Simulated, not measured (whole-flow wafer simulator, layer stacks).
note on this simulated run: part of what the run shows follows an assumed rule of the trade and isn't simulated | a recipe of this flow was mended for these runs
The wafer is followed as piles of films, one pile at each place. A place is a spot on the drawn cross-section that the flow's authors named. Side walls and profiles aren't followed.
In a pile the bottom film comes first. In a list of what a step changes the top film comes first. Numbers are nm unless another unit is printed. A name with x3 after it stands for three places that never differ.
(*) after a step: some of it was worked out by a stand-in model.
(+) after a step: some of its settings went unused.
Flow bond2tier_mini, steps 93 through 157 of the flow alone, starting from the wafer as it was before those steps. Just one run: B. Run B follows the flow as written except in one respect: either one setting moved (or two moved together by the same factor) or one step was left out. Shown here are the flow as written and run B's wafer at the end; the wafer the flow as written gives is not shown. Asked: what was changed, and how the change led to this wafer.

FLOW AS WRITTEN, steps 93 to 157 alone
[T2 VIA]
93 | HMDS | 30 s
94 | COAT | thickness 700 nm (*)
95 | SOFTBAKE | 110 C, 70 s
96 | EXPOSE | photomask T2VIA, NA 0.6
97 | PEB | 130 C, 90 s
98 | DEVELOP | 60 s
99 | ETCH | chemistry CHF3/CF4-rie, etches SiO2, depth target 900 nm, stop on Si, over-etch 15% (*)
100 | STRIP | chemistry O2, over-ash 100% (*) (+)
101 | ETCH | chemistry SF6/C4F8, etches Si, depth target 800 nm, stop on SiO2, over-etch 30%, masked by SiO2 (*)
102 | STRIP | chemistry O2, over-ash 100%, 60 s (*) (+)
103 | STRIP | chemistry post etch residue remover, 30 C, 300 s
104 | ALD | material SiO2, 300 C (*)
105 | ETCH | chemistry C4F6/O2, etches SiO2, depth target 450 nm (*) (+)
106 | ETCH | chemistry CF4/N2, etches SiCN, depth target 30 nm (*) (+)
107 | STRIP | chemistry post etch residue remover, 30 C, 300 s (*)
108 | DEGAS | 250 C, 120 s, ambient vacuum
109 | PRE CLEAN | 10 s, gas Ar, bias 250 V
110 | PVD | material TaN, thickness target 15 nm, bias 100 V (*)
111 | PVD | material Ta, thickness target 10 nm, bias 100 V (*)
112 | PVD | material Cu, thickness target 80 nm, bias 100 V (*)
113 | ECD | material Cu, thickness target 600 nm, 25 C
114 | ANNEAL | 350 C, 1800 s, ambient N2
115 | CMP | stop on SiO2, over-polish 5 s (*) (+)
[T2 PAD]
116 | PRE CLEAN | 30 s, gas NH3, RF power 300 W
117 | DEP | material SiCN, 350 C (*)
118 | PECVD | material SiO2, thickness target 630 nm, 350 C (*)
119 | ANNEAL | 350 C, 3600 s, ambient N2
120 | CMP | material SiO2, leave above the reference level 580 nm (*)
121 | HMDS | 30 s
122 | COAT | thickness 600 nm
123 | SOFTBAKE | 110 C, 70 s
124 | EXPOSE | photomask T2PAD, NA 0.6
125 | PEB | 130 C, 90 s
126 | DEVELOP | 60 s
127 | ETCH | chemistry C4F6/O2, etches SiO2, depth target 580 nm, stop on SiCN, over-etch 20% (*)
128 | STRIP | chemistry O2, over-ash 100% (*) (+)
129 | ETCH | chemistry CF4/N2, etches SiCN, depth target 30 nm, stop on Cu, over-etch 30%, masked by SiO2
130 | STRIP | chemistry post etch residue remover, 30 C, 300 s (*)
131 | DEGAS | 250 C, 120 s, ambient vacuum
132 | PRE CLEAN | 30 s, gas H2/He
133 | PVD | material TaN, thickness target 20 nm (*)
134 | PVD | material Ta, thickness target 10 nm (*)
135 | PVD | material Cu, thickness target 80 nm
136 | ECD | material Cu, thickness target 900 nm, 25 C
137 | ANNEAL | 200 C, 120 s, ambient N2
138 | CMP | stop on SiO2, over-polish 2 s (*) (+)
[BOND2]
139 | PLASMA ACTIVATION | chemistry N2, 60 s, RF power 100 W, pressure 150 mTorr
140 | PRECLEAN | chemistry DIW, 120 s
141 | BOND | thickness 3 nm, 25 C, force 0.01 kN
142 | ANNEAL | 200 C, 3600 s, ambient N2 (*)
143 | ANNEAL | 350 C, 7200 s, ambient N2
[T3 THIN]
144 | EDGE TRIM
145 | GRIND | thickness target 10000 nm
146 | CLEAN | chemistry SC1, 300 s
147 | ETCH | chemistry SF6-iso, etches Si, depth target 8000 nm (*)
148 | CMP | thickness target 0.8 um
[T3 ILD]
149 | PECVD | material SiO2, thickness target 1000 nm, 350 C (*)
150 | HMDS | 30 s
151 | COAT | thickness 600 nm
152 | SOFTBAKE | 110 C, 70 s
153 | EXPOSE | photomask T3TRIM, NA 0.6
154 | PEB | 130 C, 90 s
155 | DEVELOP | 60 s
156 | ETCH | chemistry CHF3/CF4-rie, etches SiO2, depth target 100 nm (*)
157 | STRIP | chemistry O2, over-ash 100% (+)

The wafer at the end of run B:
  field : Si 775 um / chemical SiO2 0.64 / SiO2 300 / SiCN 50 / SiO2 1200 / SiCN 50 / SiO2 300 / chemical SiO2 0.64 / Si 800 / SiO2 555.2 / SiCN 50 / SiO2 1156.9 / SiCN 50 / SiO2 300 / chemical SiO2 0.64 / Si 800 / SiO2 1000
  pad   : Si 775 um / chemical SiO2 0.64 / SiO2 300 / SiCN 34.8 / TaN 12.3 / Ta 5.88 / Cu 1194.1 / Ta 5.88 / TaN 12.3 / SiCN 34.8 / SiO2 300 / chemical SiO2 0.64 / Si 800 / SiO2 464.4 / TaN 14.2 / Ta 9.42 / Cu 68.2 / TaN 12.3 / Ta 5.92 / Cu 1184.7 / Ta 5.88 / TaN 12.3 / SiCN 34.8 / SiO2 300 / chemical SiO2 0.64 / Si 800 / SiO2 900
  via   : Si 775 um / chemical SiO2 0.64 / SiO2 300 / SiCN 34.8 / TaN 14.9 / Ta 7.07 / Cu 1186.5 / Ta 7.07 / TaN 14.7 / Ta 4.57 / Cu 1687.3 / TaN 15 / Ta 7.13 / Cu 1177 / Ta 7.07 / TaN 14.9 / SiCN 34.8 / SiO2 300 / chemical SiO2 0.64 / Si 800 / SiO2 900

What caused this: step 106, ETCH: depth target 33.5 nm was run, though the flow has depth target 30 nm.

Step by step, how the change led to this:
  106 | ETCH | chemistry CF4/N2, etches SiCN, depth target 30 nm (*) (+)
      field, pad: SiO2 loses 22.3 (in the flow as written it would be: SiO2 loses 20)
      via: SiCN loses 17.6 (all of it), TaN loses 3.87 (in the flow as written it would be: SiCN loses 17.6 (all of it), TaN loses 3.01)
